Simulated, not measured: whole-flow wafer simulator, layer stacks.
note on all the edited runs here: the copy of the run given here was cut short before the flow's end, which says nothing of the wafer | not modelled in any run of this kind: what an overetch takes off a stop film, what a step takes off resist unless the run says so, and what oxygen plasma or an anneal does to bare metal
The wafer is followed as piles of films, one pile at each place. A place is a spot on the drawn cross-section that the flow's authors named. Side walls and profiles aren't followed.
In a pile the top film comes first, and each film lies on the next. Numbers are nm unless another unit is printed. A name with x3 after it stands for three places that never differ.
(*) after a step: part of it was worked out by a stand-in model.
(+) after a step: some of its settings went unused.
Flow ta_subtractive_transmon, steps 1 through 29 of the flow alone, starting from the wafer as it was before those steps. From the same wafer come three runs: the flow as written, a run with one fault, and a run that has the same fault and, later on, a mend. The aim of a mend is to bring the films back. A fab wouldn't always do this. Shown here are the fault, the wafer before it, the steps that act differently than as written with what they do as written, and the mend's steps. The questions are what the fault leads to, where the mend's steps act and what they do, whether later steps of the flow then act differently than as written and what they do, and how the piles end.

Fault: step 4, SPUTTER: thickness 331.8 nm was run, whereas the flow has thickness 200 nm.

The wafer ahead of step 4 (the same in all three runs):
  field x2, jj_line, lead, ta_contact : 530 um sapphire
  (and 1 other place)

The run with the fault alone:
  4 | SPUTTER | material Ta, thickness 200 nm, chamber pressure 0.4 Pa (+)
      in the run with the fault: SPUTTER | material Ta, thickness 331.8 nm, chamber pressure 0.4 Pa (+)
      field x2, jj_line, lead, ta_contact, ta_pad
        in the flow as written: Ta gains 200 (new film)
        in the run with the fault: Ta gains 331.8 (new film)
  Steps later in the flow that act otherwise than as written (3 other steps are not shown; they differ only slightly, by no more than 2% or 0.5 nm, whichever is larger):
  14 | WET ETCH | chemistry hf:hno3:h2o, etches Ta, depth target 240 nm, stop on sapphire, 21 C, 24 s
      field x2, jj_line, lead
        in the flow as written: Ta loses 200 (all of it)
        in the run with the fault: Ta loses 240
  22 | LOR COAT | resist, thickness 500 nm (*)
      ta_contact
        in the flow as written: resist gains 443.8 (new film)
        in the run with the fault: resist gains 433.7 (new film)
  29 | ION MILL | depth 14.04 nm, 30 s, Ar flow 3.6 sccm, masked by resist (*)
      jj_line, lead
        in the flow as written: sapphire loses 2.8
        in the run with the fault: Ta loses 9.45
  The piles end different from the flow's at field x2, jj_line, lead, ta_contact, ta_pad by more than 2% or 0.5 nm, whichever is larger.
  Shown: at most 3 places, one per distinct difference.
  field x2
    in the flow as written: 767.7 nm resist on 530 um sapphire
    in the run with the fault: 767.7 nm resist on 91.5 nm Ta on 530 um sapphire
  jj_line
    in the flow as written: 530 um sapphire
    in the run with the fault: 82.1 nm Ta on 530 um sapphire
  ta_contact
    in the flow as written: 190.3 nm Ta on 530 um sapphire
    in the run with the fault: 322.1 nm Ta on 530 um sapphire

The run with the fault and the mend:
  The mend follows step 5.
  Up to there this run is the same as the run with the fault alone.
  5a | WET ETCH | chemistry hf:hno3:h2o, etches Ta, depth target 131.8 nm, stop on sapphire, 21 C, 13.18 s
      field x2, jj_line, lead, ta_contact, ta_pad
        Ta loses 131.8
  None of the later steps of the flow acts differently than as written at any place that is followed.
  By the end, the piles equal the flow's at every place that both follow.
